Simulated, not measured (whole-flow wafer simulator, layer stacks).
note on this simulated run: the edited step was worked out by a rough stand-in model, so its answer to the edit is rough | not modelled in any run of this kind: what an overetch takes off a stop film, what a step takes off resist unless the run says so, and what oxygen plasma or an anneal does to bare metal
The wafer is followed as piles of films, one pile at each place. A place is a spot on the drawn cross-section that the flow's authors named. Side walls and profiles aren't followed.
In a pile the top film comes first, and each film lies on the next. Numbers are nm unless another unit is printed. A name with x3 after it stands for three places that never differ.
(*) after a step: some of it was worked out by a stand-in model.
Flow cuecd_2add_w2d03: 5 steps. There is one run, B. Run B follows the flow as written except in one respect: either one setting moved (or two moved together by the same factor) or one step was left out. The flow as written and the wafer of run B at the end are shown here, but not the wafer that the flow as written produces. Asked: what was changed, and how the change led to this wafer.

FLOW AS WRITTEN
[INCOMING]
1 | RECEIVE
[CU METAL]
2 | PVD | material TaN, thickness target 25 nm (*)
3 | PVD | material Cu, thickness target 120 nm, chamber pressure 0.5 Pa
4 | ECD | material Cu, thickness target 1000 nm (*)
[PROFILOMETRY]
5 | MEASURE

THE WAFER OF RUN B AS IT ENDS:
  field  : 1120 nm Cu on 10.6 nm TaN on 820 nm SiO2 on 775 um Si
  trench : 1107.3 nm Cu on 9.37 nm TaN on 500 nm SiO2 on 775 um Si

Cause: step 2, PVD: thickness target 10.6 nm was run, whereas the flow has thickness target 25 nm.
The wafer itself shows it: field has TaN 10.6, and step 2 as written asks for 25 nm.

How this came from the change, step by step:
  2 | PVD | material TaN, thickness target 25 nm (*)
      field: +10.6 TaN (new film) (in the flow as written it would be: +25 TaN (new film))
      trench: +9.37 TaN (new film) (in the flow as written it would be: +22.1 TaN (new film))
